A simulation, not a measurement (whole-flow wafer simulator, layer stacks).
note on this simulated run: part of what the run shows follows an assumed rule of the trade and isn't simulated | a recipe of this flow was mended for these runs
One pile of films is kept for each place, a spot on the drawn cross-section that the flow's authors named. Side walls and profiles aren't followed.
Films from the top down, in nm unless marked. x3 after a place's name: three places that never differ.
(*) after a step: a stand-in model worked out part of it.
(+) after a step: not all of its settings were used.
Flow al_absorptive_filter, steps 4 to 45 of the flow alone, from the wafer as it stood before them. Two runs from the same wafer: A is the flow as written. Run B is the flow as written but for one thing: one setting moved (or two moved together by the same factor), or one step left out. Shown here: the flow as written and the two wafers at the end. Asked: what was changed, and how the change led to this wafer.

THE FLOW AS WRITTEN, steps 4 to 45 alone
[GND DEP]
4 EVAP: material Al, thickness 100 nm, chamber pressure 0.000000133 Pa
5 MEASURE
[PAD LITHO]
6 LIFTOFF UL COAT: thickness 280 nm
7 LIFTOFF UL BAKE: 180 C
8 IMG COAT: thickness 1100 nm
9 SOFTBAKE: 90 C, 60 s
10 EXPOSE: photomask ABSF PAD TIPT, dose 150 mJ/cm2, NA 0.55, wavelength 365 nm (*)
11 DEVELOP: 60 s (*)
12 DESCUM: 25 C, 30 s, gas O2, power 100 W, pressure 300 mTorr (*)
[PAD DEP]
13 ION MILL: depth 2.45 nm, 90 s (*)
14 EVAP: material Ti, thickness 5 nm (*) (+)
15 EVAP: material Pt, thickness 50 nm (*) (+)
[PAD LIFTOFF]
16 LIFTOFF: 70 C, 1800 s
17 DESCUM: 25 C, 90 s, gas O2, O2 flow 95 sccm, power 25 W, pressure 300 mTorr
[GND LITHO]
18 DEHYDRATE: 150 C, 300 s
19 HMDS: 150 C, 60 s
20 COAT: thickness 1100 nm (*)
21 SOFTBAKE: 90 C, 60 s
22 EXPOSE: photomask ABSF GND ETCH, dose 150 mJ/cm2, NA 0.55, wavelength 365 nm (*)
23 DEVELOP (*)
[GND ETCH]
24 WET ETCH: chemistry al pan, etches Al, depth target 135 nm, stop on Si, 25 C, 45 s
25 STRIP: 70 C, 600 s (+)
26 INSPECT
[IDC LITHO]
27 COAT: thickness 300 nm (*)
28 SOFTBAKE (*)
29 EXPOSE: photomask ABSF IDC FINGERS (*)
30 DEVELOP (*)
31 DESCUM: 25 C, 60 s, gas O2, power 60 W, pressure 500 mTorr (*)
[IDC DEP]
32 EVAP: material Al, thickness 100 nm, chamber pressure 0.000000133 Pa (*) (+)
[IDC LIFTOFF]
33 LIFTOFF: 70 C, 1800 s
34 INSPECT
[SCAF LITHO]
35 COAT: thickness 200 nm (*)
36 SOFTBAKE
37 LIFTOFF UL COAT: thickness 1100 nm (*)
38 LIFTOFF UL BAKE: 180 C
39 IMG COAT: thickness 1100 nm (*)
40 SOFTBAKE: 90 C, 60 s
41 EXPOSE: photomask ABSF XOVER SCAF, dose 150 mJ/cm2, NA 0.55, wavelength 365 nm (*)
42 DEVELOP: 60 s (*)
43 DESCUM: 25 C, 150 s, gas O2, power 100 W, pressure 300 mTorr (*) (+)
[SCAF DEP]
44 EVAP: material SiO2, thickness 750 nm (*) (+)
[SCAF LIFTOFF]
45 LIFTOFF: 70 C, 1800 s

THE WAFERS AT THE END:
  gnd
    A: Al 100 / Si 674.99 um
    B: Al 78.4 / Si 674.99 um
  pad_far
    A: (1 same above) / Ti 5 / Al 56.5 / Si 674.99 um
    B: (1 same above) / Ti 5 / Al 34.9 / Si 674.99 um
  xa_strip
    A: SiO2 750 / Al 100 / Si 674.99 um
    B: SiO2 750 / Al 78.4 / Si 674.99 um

The cause: step 4, EVAP: thickness 78.4 nm was run, where the flow has thickness 100 nm.
It can be read off the wafer: gnd has Al 78.4, and step 4 as written asks for 100 nm.

How the change led to this, step by step:
  4 EVAP: material Al, thickness 100 nm, chamber pressure 0.000000133 Pa
      gnd, pad_far, pad_near and 11 more: A Al +100 (new film) | B Al +78.4 (new film)
  24 WET ETCH: chemistry al pan, etches Al, depth target 135 nm, stop on Si, 25 C, 45 s
      res, xl_gap, idc_field, idc_line, idc_space: A Al -86.7 (all of it) | B Al -65.1 (all of it)
  27 COAT: thickness 300 nm (*)
      ledge: A e-beam-resist +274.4 (new film) | B e-beam-resist +280.7 (new film)
      res: A e-beam-resist +349.6 (new film) | B e-beam-resist +339.4 (new film)
      (and at 1 more place)
  33 LIFTOFF: 70 C, 1800 s
      ledge: A Al -100 (all of it), e-beam-resist -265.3 (all of it) | B Al -100 (all of it), e-beam-resist -271.7 (all of it)
      res: A Al -100 (all of it), e-beam-resist -340.6 (all of it) | B Al -100 (all of it), e-beam-resist -330.4 (all of it)
      (and at 1 more place)
  35 COAT: thickness 200 nm (*)
      ledge: A acrylic-e-beam-resist +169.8 (new film) | B acrylic-e-beam-resist +177 (new film)
      res: A acrylic-e-beam-resist +231.4 (new film) | B acrylic-e-beam-resist +225.3 (new film)
      (and at 1 more place)
  43 DESCUM: 25 C, 150 s, gas O2, power 100 W, pressure 300 mTorr (*) (+)
      gnd, pad_far, pad_near and 7 more: A i-line-resist -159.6 | B i-line-resist -151.2
      xl_gap: A acrylic-e-beam-resist -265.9 (all of it) | B acrylic-e-beam-resist -252 (all of it)
  45 LIFTOFF: 70 C, 1800 s
      ledge: A SiO2 -750 (all of it), i-line-resist -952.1 (all of it), lift-off-underlayer -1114 (all of it), acrylic-e-beam-resist -169.8 (all of it) | B SiO2 -750 (all of it), i-line-resist -957.5 (all of it), lift-off-underlayer -1111.3 (all of it), acrylic-e-beam-resist -177 (all of it)
      res: A SiO2 -750 (all of it), i-line-resist -956.3 (all of it), lift-off-underlayer -1148.2 (all of it), acrylic-e-beam-resist -231.4 (all of it) | B SiO2 -750 (all of it), i-line-resist -960.9 (all of it), lift-off-underlayer -1137.8 (all of it), acrylic-e-beam-resist -225.3 (all of it)
